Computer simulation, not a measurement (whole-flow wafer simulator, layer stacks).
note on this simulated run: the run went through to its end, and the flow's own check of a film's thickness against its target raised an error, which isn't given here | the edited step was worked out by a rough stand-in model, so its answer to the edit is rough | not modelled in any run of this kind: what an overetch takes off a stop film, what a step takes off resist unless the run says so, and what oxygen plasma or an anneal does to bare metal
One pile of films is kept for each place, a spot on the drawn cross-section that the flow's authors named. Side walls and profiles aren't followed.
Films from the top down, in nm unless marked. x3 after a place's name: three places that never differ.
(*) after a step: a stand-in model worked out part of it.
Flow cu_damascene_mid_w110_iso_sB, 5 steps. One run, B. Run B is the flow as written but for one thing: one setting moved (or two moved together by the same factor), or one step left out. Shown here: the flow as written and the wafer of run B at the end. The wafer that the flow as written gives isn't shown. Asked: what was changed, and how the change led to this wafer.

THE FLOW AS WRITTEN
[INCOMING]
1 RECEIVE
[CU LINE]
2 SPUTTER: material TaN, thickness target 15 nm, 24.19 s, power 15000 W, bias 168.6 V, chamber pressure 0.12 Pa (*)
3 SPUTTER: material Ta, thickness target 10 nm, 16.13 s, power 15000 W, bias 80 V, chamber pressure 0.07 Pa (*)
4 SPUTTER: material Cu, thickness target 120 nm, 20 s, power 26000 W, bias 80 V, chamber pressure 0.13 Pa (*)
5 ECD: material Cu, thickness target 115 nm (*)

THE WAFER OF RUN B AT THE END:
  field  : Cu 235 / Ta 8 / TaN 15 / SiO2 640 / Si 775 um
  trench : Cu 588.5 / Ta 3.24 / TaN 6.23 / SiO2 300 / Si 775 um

The cause: step 3, SPUTTER: thickness target 8 nm was run, where the flow has thickness target 10 nm; step 3, SPUTTER: 12.9 s was run, where the flow has 16.13 s.
It can be read off the wafer: field has Ta 8, and step 3 as written asks for 10 nm.

How the change led to this, step by step:
  3 SPUTTER: material Ta, thickness target 10 nm, 16.13 s, power 15000 W, bias 80 V, chamber pressure 0.07 Pa (*)
      field: Ta +8 (new film) (as written it would be: Ta +10 (new film))
      trench: Ta +3.24 (new film) (as written it would be: Ta +4.05 (new film))
